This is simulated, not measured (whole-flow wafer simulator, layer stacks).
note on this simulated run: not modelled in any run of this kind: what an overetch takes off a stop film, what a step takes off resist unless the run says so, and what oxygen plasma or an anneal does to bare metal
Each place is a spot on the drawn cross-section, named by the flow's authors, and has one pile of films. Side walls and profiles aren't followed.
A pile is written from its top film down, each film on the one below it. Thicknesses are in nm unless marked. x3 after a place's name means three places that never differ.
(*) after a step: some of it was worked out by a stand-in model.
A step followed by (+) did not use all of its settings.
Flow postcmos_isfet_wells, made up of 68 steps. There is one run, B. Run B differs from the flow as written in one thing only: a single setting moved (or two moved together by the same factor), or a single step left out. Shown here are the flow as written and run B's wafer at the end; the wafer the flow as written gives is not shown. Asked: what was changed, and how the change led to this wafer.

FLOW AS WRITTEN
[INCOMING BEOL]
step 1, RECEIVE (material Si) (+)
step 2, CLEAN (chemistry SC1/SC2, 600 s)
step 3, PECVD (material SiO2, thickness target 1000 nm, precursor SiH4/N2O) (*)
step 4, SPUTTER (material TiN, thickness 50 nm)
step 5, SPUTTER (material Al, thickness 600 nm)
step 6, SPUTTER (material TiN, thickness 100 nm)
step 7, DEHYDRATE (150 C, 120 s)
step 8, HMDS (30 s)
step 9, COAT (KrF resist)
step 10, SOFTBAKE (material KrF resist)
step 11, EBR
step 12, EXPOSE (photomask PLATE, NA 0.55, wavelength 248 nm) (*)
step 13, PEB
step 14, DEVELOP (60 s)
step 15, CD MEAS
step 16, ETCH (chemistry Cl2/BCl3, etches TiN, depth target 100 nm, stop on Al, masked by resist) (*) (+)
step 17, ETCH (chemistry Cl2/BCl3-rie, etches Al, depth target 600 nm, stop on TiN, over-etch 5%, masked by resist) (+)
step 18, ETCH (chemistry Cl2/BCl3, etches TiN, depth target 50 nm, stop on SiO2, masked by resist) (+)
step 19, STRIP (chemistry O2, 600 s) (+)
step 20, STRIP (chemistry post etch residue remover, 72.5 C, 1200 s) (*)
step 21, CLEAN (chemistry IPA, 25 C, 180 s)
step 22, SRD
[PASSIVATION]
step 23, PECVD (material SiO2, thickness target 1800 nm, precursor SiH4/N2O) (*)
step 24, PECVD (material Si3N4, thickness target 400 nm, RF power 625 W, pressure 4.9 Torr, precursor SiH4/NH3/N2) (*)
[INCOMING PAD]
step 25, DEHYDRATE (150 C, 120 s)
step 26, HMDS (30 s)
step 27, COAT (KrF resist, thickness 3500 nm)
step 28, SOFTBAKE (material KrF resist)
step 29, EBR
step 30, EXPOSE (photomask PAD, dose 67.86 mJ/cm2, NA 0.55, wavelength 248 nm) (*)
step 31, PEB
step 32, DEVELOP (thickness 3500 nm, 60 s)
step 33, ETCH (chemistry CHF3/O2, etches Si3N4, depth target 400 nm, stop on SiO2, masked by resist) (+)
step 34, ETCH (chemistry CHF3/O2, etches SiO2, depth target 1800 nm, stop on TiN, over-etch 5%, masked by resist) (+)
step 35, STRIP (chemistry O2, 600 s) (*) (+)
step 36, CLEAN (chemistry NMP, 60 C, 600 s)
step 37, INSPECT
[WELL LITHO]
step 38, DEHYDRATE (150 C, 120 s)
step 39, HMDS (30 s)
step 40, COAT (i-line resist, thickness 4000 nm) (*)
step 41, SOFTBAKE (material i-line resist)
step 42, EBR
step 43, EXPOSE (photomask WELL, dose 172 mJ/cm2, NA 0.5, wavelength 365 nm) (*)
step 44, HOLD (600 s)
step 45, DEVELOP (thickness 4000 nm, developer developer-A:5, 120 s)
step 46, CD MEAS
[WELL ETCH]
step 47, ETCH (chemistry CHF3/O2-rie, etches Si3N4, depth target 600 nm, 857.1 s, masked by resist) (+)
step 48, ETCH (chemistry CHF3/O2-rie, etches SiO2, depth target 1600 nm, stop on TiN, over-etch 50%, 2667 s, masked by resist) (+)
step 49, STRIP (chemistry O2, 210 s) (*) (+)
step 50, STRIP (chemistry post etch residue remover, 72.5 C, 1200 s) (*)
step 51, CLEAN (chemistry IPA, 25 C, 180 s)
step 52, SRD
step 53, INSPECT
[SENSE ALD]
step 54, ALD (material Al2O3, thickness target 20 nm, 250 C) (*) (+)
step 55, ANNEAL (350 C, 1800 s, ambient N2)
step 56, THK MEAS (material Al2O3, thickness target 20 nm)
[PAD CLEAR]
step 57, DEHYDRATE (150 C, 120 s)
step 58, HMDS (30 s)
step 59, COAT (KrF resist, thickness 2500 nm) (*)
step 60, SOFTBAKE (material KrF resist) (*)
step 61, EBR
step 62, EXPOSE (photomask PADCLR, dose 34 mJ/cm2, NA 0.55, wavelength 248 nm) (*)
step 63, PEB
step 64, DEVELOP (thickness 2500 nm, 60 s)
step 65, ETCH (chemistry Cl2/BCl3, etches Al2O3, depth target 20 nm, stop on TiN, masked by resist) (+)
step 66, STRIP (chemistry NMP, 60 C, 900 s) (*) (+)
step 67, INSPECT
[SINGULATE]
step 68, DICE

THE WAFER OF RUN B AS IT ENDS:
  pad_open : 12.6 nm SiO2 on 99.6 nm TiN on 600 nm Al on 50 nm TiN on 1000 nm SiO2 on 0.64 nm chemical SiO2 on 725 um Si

Cause: step 33, ETCH: depth target 388 nm was run, whereas the flow has depth target 400 nm.

The path from the change to this, step by step:
  step 33, ETCH (chemistry CHF3/O2, etches Si3N4, depth target 400 nm, stop on SiO2, masked by resist) (+)
      pad_open: -388 Si3N4 (it would be, as written: -400 Si3N4 (all of it))
      field, margin, well900, well1300 x3, pad_rim, pad_clr: -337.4 KrF resist (it would be, as written: -347.8 KrF resist)
  step 34, ETCH (chemistry CHF3/O2, etches SiO2, depth target 1800 nm, stop on TiN, over-etch 5%, masked by resist) (+)
      pad_open: -12 Si3N4 (all of it), -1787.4 SiO2 (it would be, as written: -1800 SiO2 (all of it))
